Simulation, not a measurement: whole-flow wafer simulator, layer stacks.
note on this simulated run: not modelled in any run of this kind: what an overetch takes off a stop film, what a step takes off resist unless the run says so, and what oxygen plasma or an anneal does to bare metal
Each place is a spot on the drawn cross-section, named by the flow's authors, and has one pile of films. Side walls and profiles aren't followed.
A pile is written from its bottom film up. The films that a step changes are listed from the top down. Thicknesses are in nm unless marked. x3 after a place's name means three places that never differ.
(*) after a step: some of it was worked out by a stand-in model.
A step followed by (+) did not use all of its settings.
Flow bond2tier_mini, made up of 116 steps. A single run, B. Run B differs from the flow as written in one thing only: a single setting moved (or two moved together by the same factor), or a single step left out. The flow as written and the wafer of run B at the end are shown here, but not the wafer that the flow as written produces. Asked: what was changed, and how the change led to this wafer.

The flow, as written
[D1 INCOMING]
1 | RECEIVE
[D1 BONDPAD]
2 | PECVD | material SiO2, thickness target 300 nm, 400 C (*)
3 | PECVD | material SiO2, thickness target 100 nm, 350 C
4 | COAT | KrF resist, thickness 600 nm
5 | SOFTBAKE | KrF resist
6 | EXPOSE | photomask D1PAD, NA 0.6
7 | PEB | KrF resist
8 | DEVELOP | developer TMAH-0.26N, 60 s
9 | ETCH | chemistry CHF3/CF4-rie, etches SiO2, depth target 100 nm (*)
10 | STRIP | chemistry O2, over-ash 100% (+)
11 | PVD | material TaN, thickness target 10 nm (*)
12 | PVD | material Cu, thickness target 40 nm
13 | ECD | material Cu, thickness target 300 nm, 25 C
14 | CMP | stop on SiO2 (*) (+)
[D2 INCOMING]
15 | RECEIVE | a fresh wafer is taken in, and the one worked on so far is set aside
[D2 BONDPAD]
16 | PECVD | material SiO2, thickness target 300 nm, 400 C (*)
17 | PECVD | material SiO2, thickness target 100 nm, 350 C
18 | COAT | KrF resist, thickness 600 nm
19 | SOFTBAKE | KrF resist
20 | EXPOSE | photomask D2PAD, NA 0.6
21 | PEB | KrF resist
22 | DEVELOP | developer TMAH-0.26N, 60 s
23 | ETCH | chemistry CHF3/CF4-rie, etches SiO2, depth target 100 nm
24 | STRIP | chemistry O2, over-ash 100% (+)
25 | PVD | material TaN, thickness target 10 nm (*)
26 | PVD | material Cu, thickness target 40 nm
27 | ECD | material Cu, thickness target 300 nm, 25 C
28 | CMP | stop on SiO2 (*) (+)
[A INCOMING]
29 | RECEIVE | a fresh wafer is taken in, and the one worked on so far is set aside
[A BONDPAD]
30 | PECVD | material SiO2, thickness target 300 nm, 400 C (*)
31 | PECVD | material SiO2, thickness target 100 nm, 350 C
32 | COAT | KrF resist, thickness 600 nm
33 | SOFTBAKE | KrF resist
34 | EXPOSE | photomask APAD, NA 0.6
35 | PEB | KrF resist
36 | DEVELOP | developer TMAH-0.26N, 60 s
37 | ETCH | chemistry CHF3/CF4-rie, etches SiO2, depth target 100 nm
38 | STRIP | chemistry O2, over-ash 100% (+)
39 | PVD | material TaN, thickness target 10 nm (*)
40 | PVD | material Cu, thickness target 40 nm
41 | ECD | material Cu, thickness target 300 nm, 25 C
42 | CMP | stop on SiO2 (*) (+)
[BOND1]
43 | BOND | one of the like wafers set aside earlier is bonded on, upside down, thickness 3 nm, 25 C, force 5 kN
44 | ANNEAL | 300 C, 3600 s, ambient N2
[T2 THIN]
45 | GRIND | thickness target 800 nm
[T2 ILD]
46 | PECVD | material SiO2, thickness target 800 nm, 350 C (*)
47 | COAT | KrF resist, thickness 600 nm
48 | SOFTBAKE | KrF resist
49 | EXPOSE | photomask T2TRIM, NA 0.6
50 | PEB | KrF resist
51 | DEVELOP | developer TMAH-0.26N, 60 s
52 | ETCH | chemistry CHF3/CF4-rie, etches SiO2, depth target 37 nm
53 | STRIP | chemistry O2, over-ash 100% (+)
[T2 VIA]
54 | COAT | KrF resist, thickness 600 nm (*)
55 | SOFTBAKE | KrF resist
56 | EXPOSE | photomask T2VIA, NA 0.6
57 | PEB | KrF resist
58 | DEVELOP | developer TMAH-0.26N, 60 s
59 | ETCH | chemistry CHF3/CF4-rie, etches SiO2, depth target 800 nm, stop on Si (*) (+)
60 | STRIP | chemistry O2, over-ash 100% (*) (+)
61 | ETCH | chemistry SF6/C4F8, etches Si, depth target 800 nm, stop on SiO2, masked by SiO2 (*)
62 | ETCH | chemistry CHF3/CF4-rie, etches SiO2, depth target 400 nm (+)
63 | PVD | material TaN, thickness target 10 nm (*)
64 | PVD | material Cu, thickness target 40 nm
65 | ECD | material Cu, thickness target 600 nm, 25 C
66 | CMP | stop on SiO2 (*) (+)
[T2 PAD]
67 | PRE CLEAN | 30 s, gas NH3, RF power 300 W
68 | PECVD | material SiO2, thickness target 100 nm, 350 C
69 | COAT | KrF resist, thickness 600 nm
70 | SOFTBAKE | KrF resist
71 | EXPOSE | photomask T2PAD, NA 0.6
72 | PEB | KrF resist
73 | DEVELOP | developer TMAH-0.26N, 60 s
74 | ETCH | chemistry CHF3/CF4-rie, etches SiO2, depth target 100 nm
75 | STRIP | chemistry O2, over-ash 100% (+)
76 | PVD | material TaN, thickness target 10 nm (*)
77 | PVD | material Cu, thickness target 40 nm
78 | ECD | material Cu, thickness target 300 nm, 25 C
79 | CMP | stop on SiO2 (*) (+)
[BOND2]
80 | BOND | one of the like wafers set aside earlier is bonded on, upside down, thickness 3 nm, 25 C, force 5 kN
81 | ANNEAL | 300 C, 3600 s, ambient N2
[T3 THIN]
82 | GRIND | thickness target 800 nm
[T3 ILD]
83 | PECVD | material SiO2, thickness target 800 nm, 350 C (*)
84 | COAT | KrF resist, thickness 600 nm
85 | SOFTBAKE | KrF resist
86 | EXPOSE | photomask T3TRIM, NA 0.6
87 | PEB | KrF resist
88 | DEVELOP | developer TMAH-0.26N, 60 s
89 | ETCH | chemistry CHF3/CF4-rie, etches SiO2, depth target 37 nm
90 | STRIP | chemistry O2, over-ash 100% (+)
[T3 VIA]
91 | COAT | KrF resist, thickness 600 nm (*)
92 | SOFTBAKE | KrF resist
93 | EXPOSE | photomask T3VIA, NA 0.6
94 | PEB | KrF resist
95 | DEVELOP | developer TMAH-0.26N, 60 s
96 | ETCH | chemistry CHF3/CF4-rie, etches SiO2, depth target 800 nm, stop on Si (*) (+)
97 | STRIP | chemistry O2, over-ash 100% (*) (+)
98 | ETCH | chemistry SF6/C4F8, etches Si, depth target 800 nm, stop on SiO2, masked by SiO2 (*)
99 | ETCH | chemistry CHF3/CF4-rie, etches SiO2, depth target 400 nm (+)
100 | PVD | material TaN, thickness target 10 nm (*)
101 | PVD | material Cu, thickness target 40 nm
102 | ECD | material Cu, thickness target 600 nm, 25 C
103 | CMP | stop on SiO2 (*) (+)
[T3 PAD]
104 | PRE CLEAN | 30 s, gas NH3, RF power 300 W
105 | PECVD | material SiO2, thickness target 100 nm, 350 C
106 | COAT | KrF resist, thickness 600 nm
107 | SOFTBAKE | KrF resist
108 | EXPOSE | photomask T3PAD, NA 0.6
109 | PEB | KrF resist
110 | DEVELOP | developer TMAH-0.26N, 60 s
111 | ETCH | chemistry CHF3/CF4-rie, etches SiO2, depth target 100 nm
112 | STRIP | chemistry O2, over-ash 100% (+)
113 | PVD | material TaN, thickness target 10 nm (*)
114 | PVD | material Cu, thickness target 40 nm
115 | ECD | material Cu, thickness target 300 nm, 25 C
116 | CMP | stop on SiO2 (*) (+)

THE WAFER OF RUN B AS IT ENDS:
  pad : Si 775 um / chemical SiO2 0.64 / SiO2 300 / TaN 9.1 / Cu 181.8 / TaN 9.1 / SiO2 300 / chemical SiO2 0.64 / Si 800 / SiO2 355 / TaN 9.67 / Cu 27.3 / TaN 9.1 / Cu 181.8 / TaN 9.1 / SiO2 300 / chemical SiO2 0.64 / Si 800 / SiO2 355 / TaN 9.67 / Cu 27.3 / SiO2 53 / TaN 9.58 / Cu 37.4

The reason: step 111, ETCH: depth target 47 nm was run, while the flow as written has depth target 100 nm.

How this came from the change, step by step:
  111 | ETCH | chemistry CHF3/CF4-rie, etches SiO2, depth target 100 nm
      pad: -47 SiO2 (as written it would have been: -100 SiO2 (all of it))
      field: -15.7 KrF resist (as written it would have been: -33.3 KrF resist)
  112 | STRIP | chemistry O2, over-ash 100% (+)
      field: -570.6 KrF resist (all of it) (as written it would have been: -552.9 KrF resist (all of it))
  114 | PVD | material Cu, thickness target 40 nm
      pad: +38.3 Cu (new film) (as written it would have been: +36.4 Cu (new film))
  115 | ECD | material Cu, thickness target 300 nm, 25 C
      pad: +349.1 Cu (as written it would have been: +404.5 Cu)
Taking metal films that touch as one body, pad has 4 bodies (between them, from the top down: SiO2 53; SiO2 355 / Si 800 / chemical SiO2 0.64 / SiO2 300; SiO2 355 / Si 800 / chemical SiO2 0.64 / SiO2 300); the flow as written gives 3 bodies (between them, from the top down: SiO2 355 / Si 800 / chemical SiO2 0.64 / SiO2 300; SiO2 355 / Si 800 / chemical SiO2 0.64 / SiO2 300).
